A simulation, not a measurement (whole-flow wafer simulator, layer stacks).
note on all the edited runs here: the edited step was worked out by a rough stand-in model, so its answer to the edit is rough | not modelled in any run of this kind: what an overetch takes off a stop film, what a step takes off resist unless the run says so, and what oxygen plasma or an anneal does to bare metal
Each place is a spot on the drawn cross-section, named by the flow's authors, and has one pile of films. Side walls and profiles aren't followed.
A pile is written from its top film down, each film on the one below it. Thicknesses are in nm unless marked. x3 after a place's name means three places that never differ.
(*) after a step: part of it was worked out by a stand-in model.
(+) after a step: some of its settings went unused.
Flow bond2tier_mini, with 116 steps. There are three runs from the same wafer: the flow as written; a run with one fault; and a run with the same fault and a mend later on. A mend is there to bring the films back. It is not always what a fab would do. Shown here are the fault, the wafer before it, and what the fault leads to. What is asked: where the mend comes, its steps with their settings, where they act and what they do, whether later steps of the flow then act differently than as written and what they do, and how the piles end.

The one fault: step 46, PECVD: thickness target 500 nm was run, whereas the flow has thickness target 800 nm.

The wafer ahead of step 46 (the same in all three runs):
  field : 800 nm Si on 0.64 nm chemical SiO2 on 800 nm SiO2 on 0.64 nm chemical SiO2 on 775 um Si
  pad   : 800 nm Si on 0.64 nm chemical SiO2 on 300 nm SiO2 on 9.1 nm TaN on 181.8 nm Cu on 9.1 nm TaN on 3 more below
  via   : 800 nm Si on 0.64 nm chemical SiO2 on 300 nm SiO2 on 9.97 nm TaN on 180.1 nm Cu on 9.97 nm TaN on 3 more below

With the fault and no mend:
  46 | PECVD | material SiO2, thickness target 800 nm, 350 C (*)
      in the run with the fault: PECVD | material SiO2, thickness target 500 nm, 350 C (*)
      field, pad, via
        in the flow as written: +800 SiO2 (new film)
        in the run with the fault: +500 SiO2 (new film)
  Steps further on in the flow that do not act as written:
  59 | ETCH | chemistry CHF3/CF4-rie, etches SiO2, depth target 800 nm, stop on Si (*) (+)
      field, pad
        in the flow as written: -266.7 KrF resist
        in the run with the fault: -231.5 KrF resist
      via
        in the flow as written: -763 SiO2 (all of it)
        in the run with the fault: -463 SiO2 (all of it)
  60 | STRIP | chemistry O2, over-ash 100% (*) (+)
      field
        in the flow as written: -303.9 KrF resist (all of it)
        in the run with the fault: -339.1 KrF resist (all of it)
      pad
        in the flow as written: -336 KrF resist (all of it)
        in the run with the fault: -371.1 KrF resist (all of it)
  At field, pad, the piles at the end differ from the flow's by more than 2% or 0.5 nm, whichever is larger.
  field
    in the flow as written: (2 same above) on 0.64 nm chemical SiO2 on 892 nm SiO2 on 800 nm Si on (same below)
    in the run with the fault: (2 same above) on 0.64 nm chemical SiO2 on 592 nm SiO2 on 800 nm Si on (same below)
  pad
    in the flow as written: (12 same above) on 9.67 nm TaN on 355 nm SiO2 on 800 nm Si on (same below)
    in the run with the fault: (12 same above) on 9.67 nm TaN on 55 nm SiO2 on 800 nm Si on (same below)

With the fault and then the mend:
  The mend follows step 46.
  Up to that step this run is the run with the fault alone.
  46a | PECVD | material SiO2, thickness target 300 nm, 350 C (*) (a further turn of the flow's step 46, with different settings)
      field, pad, via
        +300 SiO2
  None of the later steps of the flow acts differently than as written at any place that is followed.
  The piles end the same as the flow's at every place that both follow.
